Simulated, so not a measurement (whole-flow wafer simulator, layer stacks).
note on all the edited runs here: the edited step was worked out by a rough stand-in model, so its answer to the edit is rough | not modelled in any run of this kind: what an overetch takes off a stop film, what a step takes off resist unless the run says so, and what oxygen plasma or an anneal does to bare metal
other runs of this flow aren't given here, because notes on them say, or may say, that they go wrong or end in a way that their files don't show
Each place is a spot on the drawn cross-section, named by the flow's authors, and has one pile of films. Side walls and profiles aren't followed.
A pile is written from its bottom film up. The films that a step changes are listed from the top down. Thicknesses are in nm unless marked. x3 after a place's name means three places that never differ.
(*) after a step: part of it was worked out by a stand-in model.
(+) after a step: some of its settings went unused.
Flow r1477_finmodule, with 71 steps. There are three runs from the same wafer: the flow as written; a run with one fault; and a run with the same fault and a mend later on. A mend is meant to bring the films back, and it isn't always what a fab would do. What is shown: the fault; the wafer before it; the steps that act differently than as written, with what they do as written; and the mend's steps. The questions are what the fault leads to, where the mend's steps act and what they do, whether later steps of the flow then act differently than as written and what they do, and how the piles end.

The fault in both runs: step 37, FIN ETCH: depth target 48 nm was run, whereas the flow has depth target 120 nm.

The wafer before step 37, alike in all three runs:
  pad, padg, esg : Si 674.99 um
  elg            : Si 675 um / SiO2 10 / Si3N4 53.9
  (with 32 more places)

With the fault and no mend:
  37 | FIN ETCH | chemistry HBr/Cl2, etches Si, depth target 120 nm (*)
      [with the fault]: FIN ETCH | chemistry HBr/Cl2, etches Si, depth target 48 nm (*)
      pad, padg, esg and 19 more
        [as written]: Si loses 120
        [with the fault]: Si loses 48
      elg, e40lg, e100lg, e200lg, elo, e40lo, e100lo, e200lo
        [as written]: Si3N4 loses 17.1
        [with the fault]: Si3N4 loses 6.86
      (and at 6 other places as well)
  Steps further on in the flow that do not act as written (not shown: 4 more steps that differ only slightly, by at most 2% or 0.5 nm, whichever is larger):
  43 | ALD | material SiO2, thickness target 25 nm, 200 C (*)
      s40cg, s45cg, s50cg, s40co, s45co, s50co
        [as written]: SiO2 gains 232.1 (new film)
        [with the fault]: SiO2 gains 165.6 (new film)
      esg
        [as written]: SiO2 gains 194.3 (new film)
        [with the fault]: SiO2 gains 132.5 (new film)
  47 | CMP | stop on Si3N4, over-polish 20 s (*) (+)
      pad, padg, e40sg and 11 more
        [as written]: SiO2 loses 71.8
        [with the fault]: SiO2 loses 143.8
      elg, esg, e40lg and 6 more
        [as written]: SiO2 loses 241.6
        [with the fault]: SiO2 loses 251.9
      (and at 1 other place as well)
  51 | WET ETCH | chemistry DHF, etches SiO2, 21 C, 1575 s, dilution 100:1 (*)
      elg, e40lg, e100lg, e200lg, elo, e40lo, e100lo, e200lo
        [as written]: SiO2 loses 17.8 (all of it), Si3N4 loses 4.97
        [with the fault]: SiO2 loses 7.56 (all of it), Si3N4 loses 5.8
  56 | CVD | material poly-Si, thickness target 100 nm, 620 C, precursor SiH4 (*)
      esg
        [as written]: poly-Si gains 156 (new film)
        [with the fault]: poly-Si gains 165.3 (new film)
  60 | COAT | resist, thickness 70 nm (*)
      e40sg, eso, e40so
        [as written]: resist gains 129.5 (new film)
        [with the fault]: resist gains 138.3 (new film)
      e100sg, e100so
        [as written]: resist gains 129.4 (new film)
        [with the fault]: resist gains 138.2 (new film)
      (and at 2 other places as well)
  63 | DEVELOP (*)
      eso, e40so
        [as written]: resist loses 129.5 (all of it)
        [with the fault]: resist loses 138.3 (all of it)
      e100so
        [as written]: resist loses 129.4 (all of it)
        [with the fault]: resist loses 138.2 (all of it)
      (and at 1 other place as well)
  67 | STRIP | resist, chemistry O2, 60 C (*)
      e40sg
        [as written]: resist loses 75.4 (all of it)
        [with the fault]: resist loses 84.2 (all of it)
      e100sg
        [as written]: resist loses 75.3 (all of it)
        [with the fault]: resist loses 84.1 (all of it)
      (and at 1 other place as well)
  By the end, the piles at pad, padg, elg and 27 more depart from the flow's by more than 2% or 0.5 nm, whichever is larger.
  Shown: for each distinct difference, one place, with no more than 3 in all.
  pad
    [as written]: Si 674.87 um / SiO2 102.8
    [with the fault]: Si 674.94 um / SiO2 31.1
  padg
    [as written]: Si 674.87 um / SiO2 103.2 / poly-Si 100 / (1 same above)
    [with the fault]: Si 674.94 um / SiO2 31.5 / poly-Si 100 / (1 same above)
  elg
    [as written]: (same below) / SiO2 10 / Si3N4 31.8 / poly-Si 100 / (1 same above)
    [with the fault]: (same below) / SiO2 10 / Si3N4 41.2 / poly-Si 100 / (1 same above)

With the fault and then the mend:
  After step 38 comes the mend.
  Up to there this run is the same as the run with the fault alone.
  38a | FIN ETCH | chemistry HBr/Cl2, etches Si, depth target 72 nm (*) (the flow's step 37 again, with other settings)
      pad, padg, esg and 19 more
        Si loses 72
      elg, e40lg, e100lg, e200lg, elo, e40lo, e100lo, e200lo
        Si3N4 loses 10.3
      s40sg_line, s45sg_line, s50sg_line, s40so_line, s45so_line, s50so_line
        SiO2 loses 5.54
  Later steps of the flow that are run all act as written at every place that is followed.
  By the end, the piles equal the flow's at every place that both follow.
